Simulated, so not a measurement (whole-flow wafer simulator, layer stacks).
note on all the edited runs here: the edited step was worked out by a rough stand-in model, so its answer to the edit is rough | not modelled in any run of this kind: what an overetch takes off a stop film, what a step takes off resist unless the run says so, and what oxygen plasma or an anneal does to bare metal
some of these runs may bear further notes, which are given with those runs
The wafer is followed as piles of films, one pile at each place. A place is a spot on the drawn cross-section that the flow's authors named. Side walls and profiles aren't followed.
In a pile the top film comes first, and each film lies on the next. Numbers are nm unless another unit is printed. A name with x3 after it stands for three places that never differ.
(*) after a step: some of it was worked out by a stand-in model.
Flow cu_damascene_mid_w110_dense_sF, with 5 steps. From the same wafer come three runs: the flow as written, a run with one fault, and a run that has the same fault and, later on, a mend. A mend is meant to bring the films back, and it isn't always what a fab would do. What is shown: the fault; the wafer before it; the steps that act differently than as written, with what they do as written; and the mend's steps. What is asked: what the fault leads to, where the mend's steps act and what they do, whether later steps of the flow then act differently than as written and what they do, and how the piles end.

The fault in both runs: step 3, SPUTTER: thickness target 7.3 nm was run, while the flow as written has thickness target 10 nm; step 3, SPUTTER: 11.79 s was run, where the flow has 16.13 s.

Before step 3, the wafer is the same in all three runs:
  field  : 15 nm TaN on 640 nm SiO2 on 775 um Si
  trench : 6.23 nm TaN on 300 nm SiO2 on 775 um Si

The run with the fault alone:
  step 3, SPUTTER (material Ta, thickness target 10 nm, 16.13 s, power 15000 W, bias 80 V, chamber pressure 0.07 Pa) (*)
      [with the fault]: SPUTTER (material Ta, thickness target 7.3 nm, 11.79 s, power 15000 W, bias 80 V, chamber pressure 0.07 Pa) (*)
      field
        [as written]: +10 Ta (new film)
        [with the fault]: +7.3 Ta (new film)
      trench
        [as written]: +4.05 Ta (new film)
        [with the fault]: +2.95 Ta (new film)
  None of the later steps of the flow differs from how it acts as written, at any place that is followed, by more than 2% or 0.5 nm, whichever is larger.
  At field, trench, the piles at the end differ from the flow's by more than 2% or 0.5 nm, whichever is larger.
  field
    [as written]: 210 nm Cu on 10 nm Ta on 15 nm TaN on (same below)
    [with the fault]: 210 nm Cu on 7.3 nm Ta on 15 nm TaN on (same below)
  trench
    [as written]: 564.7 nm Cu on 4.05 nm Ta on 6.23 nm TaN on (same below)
    [with the fault]: 563.1 nm Cu on 2.95 nm Ta on 6.23 nm TaN on (same below)

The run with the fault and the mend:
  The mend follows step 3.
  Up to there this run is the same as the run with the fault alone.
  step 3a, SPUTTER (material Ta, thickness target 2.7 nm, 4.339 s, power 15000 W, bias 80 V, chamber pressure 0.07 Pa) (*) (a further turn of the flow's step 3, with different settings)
      field
        +2.7 Ta
      trench
        +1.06 Ta
  None of the later steps of the flow differs from how it acts as written, at any place that is followed, by more than 2% or 0.5 nm, whichever is larger.
  When the end is reached, the piles differ only a little from the flow's at the places that both follow, at most by 2% or 0.5 nm, whichever is larger.
